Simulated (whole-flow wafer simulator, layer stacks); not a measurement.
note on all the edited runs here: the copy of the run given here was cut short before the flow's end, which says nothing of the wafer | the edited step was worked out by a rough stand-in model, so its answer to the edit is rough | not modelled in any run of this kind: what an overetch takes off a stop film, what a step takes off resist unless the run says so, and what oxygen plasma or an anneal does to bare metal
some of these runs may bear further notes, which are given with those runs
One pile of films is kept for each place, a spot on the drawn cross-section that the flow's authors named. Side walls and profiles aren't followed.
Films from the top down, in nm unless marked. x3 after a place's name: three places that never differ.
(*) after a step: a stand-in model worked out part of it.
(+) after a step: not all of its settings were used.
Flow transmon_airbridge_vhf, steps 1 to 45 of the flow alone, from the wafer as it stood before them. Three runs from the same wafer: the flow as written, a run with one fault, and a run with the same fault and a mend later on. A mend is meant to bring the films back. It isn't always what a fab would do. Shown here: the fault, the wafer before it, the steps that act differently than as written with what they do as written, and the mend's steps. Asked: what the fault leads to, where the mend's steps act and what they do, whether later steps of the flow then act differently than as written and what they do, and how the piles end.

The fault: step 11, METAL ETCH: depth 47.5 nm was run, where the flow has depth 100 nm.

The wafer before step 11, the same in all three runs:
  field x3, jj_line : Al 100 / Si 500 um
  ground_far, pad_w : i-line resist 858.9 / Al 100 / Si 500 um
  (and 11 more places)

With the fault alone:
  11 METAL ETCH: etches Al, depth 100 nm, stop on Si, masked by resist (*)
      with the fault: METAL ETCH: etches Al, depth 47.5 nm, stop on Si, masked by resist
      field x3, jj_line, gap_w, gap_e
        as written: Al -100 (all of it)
        with the fault: Al -47.5
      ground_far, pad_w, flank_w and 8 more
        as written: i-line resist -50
        with the fault: i-line resist -23.8
  Later steps of the flow that act differently than as written (10 more steps differ only slightly, by at most 2% or 0.5 nm, whichever is larger, and aren't shown):
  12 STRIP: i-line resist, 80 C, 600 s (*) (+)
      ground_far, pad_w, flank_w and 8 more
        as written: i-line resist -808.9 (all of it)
        with the fault: i-line resist -835.2 (all of it)
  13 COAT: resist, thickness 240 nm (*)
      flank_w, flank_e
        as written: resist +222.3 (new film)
        with the fault: resist +230.7 (new film)
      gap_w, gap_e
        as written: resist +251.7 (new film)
        with the fault: resist +246 (new film)
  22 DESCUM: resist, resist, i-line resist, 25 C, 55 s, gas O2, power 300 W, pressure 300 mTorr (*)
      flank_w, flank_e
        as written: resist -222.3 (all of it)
        with the fault: resist -230.7 (all of it)
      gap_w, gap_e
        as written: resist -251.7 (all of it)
        with the fault: resist -246 (all of it)
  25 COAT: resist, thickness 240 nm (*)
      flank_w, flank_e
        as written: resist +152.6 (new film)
        with the fault: resist +159 (new film)
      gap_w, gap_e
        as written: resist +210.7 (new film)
        with the fault: resist +205 (new film)
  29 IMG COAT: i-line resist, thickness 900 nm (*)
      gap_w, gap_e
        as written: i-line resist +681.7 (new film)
        with the fault: i-line resist +667.9 (new film)
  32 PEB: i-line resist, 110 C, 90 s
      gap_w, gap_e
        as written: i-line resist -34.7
        with the fault: i-line resist -34
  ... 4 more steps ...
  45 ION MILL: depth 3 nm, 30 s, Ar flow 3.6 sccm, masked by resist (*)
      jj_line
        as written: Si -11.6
        with the fault: Al -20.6
  At the end the piles differ from the flow's by more than 2% or 0.5 nm, whichever is larger, at field x3, jj_line, gap_w, gap_e.
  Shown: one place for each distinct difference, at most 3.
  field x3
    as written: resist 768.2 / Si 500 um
    with the fault: resist 768.2 / Al 52.5 / Si 500 um
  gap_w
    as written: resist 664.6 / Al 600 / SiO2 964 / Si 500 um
    with the fault: resist 650.5 / Al 600 / SiO2 964 / Al 52.5 / Si 500 um
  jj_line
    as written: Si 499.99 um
    with the fault: Al 31.9 / Si 500 um

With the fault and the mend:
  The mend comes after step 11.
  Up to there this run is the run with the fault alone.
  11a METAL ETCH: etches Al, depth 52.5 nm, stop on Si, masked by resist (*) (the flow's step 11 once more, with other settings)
      ground_far, pad_w, flank_w and 8 more
        i-line resist -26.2
      field x3, jj_line, gap_w, gap_e
        Al -52.5 (all of it)
  No later step of the flow acts differently than as written at any place that is followed.
  At the end the piles are the same as the flow's at every place that both follow.
